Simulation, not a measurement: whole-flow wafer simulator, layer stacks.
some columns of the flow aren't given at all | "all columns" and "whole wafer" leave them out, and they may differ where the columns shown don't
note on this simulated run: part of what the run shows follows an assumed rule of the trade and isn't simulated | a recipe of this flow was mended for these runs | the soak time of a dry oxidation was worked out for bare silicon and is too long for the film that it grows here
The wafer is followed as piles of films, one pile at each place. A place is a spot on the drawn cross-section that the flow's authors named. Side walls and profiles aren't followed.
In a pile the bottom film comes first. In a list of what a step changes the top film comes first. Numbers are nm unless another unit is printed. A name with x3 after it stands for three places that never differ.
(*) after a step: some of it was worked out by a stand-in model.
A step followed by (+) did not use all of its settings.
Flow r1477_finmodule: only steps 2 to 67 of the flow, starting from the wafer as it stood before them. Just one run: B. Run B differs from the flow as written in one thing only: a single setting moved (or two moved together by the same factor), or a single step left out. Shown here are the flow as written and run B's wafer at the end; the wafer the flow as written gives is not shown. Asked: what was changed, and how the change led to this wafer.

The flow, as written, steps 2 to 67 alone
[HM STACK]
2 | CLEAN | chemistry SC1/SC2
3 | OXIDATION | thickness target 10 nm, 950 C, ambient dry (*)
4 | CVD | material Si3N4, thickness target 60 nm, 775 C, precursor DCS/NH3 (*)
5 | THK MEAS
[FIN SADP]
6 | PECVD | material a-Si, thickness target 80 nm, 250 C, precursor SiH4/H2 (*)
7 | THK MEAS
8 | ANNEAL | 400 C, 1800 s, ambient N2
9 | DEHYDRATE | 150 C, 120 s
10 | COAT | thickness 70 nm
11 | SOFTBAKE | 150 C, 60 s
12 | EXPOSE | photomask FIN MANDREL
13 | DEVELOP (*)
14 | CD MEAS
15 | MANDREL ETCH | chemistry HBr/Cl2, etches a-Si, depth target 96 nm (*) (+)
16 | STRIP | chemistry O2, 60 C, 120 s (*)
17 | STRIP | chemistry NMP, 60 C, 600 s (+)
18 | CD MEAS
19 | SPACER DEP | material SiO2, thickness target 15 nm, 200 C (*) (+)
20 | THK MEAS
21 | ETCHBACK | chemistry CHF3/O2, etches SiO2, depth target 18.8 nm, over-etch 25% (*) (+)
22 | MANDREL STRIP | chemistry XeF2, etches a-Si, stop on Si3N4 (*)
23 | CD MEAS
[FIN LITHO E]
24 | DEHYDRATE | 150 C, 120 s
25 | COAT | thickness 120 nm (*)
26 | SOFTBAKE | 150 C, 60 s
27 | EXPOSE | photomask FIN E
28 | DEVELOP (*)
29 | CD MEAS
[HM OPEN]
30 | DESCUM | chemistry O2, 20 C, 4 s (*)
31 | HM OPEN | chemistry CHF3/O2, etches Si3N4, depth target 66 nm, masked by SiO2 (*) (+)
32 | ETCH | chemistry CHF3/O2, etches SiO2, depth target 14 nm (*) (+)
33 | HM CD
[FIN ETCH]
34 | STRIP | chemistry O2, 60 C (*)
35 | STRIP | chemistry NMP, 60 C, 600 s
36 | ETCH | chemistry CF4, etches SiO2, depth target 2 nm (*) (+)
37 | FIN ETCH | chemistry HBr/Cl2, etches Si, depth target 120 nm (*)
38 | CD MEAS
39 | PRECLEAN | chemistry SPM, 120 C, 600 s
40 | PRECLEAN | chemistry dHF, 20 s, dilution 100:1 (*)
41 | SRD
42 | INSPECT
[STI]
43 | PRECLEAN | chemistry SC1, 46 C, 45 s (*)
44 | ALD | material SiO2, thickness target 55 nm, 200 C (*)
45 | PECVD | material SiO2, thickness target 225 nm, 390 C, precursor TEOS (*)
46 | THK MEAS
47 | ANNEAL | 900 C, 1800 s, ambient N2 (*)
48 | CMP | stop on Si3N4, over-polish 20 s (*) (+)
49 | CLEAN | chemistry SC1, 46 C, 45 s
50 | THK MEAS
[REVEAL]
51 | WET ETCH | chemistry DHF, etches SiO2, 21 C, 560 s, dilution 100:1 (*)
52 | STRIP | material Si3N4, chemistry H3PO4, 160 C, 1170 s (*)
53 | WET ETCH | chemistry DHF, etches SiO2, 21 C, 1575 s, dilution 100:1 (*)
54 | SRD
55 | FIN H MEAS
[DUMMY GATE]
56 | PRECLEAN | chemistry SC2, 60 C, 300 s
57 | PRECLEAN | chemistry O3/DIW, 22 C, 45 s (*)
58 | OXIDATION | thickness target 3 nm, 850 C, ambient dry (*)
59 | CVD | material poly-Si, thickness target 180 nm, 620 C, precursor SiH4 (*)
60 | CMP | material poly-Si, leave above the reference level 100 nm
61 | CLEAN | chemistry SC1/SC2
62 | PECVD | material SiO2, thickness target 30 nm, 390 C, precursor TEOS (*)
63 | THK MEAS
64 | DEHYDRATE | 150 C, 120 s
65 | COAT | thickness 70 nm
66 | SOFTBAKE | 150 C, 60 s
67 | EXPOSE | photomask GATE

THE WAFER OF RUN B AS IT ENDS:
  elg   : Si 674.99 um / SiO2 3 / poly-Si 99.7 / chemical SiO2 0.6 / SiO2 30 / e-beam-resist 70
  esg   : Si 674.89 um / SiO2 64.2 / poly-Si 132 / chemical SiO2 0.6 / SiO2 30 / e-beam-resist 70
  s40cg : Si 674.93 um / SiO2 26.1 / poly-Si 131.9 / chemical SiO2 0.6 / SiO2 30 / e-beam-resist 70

Cause: step 3, OXIDATION: thickness target 24 nm was run, though the flow has thickness target 10 nm.

How this came from the change, step by step:
  3 | OXIDATION | thickness target 10 nm, 950 C, ambient dry (*)
      pad, padg, elg and 33 more: +24 SiO2 (new film), -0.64 chemical SiO2 (all of it), -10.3 Si (as written it would have been: +10 SiO2 (new film), -0.64 chemical SiO2 (all of it), -4.12 Si)
  32 | ETCH | chemistry CHF3/O2, etches SiO2, depth target 14 nm (*) (+)
      pad, padg, esg and 13 more: -14 SiO2 (as written it would have been: -4.05 SiO2 (all of it), -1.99 Si)
      s40cg, s45cg, s50cg, s40co, s45co, s50co: -14 SiO2 (as written it would have been: -7 SiO2 (all of it), -1.4 Si)
  34 | STRIP | chemistry O2, 60 C (*)
      pad, padg, esg and 19 more: nothing (as written it would have been: +1.2 chemical SiO2 (new film), -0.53 Si)
  36 | ETCH | chemistry CF4, etches SiO2, depth target 2 nm (*) (+)
      pad, padg, esg and 19 more: -2 SiO2 (as written it would have been: -1.2 chemical SiO2 (all of it), -0.67 Si)
  37 | FIN ETCH | chemistry HBr/Cl2, etches Si, depth target 120 nm (*)
      pad, padg, esg and 13 more: -2.05 SiO2 (all of it), -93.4 Si (as written it would have been: -120 Si)
      s40cg, s45cg, s50cg, s40co, s45co, s50co: -5 SiO2 (all of it), -55 Si (as written it would have been: -120 Si)
  44 | ALD | material SiO2, thickness target 55 nm, 200 C (*)
      esg, e40sg, e100sg, e200sg, eso, e40so, e100so, e200so: +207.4 SiO2 (new film) (as written it would have been: +223.2 SiO2 (new film))
      s40cg, s45cg, s50cg, s40co, s45co, s50co: +209.6 SiO2 (new film) (as written it would have been: +263.2 SiO2 (new film))
      (and at 6 other places as well)
  48 | CMP | stop on Si3N4, over-polish 20 s (*) (+)
      pad, padg: -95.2 SiO2 (as written it would have been: -79.4 SiO2)
  53 | WET ETCH | chemistry DHF, etches SiO2, 21 C, 1575 s, dilution 100:1 (*)
      elg, e40lg, e100lg, e200lg, elo, e40lo, e100lo, e200lo: -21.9 SiO2 (all of it) (as written it would have been: -7.85 SiO2 (all of it))
      s40sg_line, s45sg_line, s50sg_line, s40so_line, s45so_line, s50so_line: -22.5 SiO2 (all of it) (as written it would have been: -8.51 SiO2 (all of it))
  59 | CVD | material poly-Si, thickness target 180 nm, 620 C, precursor SiH4 (*)
      esg, e40sg, e100sg and 9 more: +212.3 poly-Si (new film) (as written it would have been: +226.3 poly-Si (new film))
      s40cg, s45cg, s50cg, s40co, s45co, s50co: +212.2 poly-Si (new film) (as written it would have been: +226.3 poly-Si (new film))
      (and at 2 other places as well)
  60 | CMP | material poly-Si, leave above the reference level 100 nm
      pad, padg: -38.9 poly-Si (as written it would have been: -24.8 poly-Si)
